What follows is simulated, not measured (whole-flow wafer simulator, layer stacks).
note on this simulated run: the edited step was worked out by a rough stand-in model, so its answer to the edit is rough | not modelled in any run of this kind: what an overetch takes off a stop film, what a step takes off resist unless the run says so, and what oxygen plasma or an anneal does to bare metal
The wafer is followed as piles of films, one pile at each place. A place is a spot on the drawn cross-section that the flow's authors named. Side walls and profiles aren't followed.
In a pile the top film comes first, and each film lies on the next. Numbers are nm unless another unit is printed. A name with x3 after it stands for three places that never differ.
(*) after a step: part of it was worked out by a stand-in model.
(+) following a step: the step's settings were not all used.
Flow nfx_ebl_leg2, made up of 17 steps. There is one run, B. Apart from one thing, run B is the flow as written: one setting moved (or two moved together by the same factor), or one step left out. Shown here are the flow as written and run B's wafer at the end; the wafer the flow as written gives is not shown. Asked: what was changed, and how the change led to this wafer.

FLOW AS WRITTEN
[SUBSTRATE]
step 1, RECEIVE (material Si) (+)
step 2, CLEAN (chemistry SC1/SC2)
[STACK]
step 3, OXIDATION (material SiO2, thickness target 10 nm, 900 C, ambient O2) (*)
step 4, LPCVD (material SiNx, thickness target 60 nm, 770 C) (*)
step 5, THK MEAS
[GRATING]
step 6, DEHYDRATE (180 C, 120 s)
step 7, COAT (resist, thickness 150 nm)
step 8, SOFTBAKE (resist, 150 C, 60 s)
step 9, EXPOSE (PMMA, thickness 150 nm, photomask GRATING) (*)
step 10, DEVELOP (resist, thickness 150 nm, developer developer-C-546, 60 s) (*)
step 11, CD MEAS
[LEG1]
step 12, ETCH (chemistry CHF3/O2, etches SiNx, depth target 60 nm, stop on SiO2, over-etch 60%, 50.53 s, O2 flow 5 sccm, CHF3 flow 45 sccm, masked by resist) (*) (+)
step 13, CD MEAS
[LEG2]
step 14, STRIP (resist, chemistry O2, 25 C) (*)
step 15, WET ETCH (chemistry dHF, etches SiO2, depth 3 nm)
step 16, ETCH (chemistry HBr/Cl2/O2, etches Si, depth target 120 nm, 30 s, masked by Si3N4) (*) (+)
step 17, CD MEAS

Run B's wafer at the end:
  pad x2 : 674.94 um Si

Cause: step 16, ETCH: depth target 60 nm was run, though the flow has depth target 120 nm.

The path from the change to this, step by step:
  step 16, ETCH (chemistry HBr/Cl2/O2, etches Si, depth target 120 nm, 30 s, masked by Si3N4) (*) (+)
      pad x2: Si loses 60 (as written it would have been: Si loses 120)
